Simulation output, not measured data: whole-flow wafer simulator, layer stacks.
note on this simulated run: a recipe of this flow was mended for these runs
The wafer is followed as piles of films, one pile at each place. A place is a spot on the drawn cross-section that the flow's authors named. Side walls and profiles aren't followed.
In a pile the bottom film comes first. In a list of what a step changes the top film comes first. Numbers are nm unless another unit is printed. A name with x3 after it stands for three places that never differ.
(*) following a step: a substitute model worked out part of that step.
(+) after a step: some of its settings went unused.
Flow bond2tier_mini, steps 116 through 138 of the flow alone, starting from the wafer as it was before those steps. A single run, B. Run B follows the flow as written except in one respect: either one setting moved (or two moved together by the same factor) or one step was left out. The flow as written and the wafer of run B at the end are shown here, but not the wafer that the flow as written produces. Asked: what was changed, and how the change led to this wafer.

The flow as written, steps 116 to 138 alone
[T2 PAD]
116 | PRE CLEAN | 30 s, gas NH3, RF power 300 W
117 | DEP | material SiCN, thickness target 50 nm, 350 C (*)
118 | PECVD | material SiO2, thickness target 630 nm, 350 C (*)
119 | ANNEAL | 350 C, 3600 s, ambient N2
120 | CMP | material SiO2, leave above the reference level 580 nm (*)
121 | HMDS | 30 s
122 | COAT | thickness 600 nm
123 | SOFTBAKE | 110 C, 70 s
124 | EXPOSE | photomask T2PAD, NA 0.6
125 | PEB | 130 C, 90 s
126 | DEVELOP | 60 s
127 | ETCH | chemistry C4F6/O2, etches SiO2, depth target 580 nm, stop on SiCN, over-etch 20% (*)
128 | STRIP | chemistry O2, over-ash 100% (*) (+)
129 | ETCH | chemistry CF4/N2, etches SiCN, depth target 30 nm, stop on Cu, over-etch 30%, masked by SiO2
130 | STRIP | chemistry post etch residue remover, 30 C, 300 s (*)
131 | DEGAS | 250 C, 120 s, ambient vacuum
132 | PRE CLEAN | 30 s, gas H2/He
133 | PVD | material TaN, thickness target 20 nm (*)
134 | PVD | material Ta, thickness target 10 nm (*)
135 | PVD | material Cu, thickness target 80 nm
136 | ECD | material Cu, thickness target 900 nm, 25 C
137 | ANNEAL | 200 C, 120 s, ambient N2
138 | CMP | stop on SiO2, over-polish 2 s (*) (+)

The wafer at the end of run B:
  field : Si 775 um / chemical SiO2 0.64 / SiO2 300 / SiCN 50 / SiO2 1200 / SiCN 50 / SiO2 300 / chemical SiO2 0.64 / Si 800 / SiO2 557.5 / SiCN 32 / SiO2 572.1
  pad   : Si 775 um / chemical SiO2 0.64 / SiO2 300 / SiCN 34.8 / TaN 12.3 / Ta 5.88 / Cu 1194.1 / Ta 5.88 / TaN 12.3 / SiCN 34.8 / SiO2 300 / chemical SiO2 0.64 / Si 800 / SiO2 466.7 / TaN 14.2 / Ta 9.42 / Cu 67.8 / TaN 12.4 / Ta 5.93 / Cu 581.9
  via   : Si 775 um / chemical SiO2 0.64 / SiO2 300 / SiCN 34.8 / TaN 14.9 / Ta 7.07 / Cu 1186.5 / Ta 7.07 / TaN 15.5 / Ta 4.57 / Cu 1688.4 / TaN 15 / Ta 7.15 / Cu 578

Cause: step 117, DEP: thickness target 32 nm was run, whereas the flow has thickness target 50 nm.
The wafer itself shows it: field has SiCN 32, and step 117 as written asks for 50 nm.

The path from the change to this, step by step:
  117 | DEP | material SiCN, thickness target 50 nm, 350 C (*)
      field, pad, via: SiCN gains 32 (new film) (in the flow as written it would be: SiCN gains 50 (new film))
  129 | ETCH | chemistry CF4/N2, etches SiCN, depth target 30 nm, stop on Cu, over-etch 30%, masked by SiO2
      pad, via: SiCN loses 12.4 (all of it), Cu loses 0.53 (in the flow as written it would be: SiCN loses 30.4 (all of it), Cu loses 0.17)
      field: SiO2 loses 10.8 (in the flow as written it would be: SiO2 loses 26)
